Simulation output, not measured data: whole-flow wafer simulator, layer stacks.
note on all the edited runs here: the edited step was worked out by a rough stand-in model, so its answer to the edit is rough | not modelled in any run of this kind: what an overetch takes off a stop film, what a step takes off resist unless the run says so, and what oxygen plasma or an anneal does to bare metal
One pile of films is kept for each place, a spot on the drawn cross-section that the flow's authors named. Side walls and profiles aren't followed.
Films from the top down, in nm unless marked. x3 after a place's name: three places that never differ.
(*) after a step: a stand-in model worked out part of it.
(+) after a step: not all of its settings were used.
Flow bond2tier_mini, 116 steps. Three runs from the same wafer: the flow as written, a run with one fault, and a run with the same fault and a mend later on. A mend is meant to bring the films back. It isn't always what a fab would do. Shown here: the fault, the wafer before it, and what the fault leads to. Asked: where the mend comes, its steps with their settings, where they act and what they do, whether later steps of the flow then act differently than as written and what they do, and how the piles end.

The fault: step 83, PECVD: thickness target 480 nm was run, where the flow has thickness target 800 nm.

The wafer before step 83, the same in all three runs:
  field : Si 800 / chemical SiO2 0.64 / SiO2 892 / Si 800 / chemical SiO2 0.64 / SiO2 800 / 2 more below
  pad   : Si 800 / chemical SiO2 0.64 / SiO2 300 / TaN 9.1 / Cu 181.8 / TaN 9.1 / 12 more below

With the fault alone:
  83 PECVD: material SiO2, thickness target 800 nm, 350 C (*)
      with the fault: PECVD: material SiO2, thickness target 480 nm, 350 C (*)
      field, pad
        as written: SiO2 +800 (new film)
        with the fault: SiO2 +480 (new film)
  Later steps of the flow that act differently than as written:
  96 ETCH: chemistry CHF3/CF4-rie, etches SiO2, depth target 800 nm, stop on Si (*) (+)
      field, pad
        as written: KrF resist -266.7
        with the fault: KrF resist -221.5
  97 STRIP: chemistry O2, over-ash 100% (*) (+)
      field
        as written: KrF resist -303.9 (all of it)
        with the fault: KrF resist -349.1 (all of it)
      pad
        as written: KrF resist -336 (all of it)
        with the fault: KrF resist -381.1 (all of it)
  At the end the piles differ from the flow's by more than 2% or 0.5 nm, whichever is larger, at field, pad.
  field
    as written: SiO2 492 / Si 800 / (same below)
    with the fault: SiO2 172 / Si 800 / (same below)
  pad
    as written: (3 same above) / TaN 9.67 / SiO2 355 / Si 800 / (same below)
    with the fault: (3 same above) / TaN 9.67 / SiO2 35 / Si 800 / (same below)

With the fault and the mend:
  The mend comes after step 83.
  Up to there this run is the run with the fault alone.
  83a PECVD: material SiO2, thickness target 320 nm, 350 C (*) (the flow's step 83 once more, with other settings)
      field, pad
        SiO2 +320
  No later step of the flow acts differently than as written at any place that is followed.
  At the end the piles are the same as the flow's at every place that both follow.
